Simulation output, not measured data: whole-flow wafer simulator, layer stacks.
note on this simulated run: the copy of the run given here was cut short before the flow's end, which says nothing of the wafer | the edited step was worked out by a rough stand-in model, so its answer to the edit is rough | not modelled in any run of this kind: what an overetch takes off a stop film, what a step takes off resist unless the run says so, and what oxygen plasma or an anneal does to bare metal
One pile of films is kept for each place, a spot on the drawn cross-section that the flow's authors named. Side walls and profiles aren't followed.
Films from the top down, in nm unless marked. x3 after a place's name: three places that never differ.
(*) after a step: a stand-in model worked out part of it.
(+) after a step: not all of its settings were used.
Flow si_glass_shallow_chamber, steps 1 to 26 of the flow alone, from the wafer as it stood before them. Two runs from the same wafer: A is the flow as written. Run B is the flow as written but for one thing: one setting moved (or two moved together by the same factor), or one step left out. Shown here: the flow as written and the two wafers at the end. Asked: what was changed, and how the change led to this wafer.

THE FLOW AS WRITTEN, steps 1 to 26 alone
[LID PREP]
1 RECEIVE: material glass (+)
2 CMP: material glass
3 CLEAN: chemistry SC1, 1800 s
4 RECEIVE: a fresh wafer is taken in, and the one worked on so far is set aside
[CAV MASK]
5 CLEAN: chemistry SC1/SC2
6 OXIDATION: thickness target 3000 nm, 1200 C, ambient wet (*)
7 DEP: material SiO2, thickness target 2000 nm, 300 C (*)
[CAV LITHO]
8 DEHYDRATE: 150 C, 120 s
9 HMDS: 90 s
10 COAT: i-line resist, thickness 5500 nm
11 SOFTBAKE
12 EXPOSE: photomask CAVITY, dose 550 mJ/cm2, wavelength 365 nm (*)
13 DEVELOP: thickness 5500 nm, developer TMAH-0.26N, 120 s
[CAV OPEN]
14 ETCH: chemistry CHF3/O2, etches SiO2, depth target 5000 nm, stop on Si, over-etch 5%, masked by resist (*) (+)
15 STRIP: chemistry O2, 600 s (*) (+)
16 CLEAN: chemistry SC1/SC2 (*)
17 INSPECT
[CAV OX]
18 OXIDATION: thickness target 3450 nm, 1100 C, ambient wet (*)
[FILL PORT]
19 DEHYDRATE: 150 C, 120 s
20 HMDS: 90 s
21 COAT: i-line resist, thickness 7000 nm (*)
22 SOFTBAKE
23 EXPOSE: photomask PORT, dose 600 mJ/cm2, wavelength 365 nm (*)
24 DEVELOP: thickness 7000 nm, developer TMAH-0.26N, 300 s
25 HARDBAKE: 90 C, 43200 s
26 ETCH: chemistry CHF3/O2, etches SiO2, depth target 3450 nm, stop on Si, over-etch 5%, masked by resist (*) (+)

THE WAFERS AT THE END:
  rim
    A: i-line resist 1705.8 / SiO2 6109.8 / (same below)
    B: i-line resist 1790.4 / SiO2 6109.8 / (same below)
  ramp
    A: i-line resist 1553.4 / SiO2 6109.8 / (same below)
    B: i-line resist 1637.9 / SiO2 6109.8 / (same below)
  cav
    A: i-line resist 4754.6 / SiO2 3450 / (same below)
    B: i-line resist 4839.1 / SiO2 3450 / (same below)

The cause: step 26, ETCH: over-etch 2.06% was run, where the flow has over-etch 5%.

How the change led to this, step by step:
  26 ETCH: chemistry CHF3/O2, etches SiO2, depth target 3450 nm, stop on Si, over-etch 5%, masked by resist (*) (+)
      rim, ramp, cav, ring: A i-line resist -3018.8 | B i-line resist -2934.2
      port: A SiO2 -3450 (all of it), Si -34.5 | B SiO2 -3450 (all of it), Si -14.2
      (and at 1 more place)
